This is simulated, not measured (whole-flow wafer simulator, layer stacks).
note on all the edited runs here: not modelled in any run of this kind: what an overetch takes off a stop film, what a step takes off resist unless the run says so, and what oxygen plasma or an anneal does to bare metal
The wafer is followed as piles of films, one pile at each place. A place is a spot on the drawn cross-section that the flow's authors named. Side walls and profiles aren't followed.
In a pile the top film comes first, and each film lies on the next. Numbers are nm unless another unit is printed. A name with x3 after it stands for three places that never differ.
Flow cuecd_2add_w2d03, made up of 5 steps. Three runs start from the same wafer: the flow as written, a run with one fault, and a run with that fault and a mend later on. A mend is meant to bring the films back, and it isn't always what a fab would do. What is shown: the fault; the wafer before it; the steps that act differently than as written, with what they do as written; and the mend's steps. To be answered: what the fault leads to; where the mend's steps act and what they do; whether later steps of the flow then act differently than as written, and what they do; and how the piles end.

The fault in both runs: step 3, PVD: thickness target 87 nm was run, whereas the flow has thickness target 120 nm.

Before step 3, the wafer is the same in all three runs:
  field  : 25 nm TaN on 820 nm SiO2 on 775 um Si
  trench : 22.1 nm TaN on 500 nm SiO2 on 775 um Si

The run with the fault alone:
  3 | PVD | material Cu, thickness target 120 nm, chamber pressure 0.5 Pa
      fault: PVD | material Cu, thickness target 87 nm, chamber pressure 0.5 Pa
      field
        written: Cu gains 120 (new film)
        fault: Cu gains 87 (new film)
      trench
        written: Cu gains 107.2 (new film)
        fault: Cu gains 77.6 (new film)
  Later steps of the flow that are run all act as written at every place that is followed.
  The piles end different from the flow's at field, trench by more than 2% or 0.5 nm, whichever is larger.
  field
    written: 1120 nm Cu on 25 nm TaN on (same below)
    fault: 1087 nm Cu on 25 nm TaN on (same below)
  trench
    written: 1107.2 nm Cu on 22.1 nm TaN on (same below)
    fault: 1077.6 nm Cu on 22.1 nm TaN on (same below)

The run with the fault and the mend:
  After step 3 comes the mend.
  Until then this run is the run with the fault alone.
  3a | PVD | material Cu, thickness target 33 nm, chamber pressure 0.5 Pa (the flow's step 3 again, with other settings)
      field
        Cu gains 33
      trench
        Cu gains 29.1
  Later steps of the flow that are run all act as written at every place that is followed.
  When the end is reached, the piles differ only a little from the flow's at the places that both follow, at most by 2% or 0.5 nm, whichever is larger.
